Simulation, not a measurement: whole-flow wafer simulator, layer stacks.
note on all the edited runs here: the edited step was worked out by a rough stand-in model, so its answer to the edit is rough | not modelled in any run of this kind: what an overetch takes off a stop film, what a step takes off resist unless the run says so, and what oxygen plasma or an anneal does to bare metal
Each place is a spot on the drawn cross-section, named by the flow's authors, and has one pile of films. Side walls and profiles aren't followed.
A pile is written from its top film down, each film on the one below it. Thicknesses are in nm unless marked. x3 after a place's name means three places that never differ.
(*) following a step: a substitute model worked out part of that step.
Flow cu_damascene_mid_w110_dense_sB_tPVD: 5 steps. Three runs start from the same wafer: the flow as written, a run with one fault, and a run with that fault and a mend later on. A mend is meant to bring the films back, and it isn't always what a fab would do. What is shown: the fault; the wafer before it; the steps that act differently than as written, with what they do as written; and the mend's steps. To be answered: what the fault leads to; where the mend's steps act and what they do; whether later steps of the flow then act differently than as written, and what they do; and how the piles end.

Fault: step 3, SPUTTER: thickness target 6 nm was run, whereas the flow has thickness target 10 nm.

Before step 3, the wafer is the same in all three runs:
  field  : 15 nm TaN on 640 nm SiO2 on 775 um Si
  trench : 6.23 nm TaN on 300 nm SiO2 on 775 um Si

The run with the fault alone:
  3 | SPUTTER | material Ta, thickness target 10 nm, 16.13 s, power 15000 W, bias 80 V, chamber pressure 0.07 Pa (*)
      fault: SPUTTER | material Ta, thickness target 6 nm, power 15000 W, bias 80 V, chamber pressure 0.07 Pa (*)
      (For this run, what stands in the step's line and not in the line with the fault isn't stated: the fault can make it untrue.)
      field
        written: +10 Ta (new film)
        fault: +6 Ta (new film)
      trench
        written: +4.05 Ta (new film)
        fault: +2.43 Ta (new film)
  Later steps of the flow that are run all act as written at every place that is followed, up to a difference of at most 2% or 0.5 nm, whichever is larger.
  By the end, the piles at field, trench depart from the flow's by more than 2% or 0.5 nm, whichever is larger.
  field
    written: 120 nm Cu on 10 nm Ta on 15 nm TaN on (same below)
    fault: 120 nm Cu on 6 nm Ta on 15 nm TaN on (same below)
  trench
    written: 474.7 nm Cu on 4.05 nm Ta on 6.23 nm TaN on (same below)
    fault: 472.3 nm Cu on 2.43 nm Ta on 6.23 nm TaN on (same below)

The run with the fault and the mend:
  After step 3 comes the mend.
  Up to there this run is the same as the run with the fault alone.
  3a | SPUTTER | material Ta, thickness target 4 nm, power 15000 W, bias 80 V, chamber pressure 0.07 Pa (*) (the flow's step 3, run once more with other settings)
      field
        +4 Ta
      trench
        +1.58 Ta
  Later steps of the flow that are run all act as written at every place that is followed, up to a difference of at most 2% or 0.5 nm, whichever is larger.
  At the end the piles are close to the flow's at the places that both follow, differing by at most 2% or 0.5 nm, whichever is larger.
